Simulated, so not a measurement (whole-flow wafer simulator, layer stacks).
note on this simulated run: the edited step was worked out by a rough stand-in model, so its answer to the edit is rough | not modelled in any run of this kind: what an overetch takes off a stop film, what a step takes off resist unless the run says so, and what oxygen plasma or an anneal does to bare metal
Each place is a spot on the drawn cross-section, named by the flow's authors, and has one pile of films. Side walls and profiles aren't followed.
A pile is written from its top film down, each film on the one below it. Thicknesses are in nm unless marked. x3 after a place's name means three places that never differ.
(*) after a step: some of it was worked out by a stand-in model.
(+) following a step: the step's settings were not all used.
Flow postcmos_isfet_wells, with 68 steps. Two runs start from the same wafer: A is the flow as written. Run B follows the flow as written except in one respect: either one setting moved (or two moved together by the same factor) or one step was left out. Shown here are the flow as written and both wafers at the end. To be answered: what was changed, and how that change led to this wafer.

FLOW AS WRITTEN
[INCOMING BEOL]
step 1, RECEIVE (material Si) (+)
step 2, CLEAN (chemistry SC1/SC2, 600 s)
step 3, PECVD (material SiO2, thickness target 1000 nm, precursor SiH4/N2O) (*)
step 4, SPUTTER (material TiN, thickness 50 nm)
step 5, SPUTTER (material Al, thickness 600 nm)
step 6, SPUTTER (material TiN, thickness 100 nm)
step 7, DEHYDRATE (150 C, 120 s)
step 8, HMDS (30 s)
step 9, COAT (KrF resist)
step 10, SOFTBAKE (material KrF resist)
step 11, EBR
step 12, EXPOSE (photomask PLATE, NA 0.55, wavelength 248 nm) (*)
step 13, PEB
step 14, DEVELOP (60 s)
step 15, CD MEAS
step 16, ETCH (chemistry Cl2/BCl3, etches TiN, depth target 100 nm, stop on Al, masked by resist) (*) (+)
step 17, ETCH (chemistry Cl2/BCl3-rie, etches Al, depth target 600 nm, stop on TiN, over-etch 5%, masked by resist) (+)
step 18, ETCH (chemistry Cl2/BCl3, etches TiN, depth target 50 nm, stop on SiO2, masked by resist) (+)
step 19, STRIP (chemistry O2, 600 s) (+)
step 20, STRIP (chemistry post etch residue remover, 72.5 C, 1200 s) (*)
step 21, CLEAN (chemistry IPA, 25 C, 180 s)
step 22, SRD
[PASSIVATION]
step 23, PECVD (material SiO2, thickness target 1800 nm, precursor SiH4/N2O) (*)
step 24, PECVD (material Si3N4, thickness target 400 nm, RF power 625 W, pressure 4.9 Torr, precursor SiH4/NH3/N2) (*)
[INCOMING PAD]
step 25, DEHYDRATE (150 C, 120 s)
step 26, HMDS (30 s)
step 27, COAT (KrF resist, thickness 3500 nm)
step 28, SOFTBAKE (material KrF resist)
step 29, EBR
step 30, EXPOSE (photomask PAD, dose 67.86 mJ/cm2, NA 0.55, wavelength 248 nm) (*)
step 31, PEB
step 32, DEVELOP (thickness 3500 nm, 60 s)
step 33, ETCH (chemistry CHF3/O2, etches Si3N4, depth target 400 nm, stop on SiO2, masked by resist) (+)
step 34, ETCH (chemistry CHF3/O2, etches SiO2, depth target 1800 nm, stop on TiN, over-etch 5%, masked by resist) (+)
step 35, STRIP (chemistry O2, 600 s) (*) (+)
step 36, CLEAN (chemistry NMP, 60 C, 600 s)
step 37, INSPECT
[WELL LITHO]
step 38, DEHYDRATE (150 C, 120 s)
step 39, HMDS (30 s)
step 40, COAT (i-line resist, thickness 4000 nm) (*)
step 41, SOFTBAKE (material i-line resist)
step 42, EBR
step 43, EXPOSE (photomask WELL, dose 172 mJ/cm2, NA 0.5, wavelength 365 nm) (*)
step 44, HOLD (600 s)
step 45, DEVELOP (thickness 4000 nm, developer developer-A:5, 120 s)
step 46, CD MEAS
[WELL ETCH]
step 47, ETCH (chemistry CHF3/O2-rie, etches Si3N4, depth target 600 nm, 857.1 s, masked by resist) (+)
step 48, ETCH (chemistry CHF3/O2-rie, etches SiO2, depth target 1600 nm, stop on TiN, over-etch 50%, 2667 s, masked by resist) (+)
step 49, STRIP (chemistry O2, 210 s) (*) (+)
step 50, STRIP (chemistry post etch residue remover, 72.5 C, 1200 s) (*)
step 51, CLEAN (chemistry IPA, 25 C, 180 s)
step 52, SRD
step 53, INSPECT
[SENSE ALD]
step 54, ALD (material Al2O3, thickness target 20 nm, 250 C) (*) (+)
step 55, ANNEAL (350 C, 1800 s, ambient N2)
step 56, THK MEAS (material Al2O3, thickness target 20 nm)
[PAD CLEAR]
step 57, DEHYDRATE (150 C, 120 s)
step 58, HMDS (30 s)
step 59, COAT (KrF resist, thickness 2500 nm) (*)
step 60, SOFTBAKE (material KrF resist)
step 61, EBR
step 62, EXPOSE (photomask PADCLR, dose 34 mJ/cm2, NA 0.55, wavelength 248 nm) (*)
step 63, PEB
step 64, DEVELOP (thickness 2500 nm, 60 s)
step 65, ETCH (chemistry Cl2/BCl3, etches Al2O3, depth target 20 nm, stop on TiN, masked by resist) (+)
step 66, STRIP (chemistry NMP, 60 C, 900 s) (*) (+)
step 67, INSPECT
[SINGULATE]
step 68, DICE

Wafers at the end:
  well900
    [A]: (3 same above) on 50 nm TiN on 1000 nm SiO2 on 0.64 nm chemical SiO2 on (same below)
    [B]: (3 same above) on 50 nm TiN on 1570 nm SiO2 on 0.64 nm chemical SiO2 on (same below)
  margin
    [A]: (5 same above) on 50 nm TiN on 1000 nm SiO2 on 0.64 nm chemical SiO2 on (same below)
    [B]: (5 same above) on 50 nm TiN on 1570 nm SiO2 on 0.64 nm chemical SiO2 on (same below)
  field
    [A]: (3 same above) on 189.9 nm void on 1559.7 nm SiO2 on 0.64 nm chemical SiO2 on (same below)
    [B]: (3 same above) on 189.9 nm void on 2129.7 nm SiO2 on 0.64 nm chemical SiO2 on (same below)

Cause: step 3, PECVD: thickness target 1570 nm was run, whereas the flow has thickness target 1000 nm.
One can read it off the wafer: well900 has SiO2 1570, and step 3 as written asks for 1000 nm.

The path from the change to this, step by step:
  step 3, PECVD (material SiO2, thickness target 1000 nm, precursor SiH4/N2O) (*)
      field, margin, well900, well1300 x3, pad_rim, pad_clr, pad_open: A SiO2 gains 1000 (new film) | B SiO2 gains 1570 (new film)
